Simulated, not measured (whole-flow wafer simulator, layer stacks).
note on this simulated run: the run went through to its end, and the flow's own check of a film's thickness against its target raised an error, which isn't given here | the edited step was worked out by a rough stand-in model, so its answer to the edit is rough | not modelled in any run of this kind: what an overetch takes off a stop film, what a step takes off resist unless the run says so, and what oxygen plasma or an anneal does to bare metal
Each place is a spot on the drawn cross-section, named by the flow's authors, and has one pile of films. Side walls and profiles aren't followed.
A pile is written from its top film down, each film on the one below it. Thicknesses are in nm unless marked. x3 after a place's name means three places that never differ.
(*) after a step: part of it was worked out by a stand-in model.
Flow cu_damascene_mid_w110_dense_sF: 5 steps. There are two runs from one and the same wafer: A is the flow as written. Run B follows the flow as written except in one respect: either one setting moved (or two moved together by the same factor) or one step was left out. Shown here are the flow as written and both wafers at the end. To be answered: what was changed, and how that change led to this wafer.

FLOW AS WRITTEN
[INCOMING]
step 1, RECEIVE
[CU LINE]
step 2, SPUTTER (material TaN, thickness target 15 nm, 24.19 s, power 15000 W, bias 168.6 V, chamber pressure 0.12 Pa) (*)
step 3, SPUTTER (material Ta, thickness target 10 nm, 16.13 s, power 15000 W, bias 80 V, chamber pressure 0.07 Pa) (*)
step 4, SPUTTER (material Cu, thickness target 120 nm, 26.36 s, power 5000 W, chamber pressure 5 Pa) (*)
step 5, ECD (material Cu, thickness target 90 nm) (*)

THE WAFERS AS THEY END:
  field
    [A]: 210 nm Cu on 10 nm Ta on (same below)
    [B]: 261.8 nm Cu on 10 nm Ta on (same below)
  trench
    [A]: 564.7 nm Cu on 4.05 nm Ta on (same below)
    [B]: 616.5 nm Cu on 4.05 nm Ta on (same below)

The reason: step 5, ECD: thickness target 141.8 nm was run, though the flow has thickness target 90 nm.

The path from the change to this, step by step:
  step 5, ECD (material Cu, thickness target 90 nm) (*)
      field: A +90 Cu | B +141.8 Cu
      trench: A +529 Cu | B +580.8 Cu
